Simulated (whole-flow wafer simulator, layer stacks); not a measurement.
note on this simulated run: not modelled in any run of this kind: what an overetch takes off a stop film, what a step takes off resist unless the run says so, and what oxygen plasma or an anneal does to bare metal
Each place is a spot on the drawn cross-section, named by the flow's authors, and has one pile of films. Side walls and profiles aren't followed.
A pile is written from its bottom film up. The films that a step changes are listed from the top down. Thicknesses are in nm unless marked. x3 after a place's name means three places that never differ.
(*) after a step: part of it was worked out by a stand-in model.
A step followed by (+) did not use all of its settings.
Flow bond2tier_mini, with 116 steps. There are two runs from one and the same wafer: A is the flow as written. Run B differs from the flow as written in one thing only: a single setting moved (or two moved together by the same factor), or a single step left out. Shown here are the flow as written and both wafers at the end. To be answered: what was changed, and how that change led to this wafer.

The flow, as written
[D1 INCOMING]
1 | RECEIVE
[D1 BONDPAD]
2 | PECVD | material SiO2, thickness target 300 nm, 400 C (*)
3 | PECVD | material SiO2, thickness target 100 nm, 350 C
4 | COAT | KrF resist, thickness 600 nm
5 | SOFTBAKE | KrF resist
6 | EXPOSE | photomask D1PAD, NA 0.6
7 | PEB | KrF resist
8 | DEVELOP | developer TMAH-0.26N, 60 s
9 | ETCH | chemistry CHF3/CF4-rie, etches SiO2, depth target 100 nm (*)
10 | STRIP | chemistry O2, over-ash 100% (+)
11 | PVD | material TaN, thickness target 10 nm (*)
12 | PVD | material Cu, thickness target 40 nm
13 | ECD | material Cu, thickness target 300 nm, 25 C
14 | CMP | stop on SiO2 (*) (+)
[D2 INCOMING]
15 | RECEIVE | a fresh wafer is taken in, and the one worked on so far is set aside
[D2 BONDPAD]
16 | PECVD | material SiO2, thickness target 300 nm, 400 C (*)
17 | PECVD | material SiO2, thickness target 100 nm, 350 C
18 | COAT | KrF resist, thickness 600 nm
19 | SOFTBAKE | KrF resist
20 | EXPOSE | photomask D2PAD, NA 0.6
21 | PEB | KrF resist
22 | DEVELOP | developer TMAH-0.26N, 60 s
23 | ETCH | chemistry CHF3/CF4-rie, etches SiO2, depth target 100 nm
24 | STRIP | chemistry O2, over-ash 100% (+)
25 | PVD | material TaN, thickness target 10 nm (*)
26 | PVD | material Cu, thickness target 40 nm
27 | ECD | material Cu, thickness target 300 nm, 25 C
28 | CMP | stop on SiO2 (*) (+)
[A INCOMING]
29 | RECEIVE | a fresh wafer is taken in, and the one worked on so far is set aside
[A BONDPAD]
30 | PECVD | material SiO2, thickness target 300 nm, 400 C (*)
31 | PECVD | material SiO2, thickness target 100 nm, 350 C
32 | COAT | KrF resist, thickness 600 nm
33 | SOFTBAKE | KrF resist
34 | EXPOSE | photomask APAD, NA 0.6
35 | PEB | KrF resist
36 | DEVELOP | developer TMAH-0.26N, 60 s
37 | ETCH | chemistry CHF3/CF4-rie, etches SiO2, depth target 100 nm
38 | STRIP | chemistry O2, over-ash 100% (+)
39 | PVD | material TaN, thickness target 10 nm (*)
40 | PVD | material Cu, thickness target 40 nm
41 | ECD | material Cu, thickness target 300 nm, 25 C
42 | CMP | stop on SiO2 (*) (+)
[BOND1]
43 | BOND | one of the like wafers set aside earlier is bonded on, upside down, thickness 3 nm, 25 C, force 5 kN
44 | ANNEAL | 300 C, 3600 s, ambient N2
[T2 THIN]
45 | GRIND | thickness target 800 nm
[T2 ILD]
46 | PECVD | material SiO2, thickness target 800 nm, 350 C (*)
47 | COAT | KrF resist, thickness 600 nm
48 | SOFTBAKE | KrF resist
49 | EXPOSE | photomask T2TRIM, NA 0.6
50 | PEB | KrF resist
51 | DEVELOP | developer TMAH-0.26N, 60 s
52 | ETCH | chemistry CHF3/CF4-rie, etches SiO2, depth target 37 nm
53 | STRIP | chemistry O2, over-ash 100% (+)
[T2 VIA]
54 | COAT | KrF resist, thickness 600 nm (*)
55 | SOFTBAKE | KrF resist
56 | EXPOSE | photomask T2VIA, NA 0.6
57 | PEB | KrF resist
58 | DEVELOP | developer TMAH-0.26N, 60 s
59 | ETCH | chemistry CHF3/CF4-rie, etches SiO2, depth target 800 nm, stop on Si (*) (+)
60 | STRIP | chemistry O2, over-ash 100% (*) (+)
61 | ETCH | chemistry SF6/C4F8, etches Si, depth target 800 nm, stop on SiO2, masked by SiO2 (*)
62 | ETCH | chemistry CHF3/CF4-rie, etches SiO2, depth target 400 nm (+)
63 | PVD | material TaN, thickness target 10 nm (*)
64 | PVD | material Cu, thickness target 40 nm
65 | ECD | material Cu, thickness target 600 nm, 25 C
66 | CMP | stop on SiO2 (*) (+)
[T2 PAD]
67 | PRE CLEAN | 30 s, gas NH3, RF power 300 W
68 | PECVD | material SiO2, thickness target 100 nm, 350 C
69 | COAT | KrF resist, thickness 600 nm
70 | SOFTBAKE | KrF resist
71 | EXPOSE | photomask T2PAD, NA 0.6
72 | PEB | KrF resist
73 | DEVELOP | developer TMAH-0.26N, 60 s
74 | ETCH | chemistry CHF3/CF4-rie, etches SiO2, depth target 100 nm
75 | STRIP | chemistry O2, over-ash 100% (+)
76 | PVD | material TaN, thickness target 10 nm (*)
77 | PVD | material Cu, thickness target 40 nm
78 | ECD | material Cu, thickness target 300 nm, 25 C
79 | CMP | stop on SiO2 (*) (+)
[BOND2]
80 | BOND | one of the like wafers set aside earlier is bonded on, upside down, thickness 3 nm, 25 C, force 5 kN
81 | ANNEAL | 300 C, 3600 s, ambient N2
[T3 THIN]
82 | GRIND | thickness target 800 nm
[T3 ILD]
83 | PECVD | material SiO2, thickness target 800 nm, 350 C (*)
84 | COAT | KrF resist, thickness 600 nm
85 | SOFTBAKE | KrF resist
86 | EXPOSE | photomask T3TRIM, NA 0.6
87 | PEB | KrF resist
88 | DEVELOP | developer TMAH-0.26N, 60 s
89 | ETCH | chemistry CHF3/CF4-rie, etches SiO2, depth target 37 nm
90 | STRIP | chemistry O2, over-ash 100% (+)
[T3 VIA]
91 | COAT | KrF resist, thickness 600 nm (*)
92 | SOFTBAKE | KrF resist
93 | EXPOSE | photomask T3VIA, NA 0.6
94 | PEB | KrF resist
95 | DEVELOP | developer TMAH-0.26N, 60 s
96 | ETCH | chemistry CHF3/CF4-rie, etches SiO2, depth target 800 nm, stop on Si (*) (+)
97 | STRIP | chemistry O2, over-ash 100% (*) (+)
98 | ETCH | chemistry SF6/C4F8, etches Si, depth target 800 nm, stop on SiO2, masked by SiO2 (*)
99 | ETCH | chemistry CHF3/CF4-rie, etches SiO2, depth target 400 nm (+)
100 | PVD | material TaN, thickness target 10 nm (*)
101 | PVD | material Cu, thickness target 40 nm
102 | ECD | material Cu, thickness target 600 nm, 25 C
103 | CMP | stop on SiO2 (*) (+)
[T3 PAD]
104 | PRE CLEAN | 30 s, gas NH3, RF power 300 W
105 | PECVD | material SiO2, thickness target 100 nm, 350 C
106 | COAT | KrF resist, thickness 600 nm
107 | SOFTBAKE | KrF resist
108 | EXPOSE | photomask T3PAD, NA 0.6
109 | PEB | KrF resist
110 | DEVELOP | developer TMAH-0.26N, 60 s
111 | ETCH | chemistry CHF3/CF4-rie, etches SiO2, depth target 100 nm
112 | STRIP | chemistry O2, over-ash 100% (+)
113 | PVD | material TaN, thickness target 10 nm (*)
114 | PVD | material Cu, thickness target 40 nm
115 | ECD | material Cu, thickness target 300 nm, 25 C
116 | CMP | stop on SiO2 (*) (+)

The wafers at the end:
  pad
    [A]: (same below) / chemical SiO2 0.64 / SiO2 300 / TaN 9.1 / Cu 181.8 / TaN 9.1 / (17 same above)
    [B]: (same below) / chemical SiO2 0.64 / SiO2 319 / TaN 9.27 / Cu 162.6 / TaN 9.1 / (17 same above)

What caused this: step 37, ETCH: depth target 81 nm was run, though the flow has depth target 100 nm.

How this came from the change, step by step:
  37 | ETCH | chemistry CHF3/CF4-rie, etches SiO2, depth target 100 nm
      pad, via: A SiO2 loses 100 | B SiO2 loses 81
      field: A KrF resist loses 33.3 | B KrF resist loses 27
  41 | ECD | material Cu, thickness target 300 nm, 25 C
      pad: A Cu gains 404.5 | B Cu gains 384.7
      via: A Cu gains 400.2 | B Cu gains 381.1
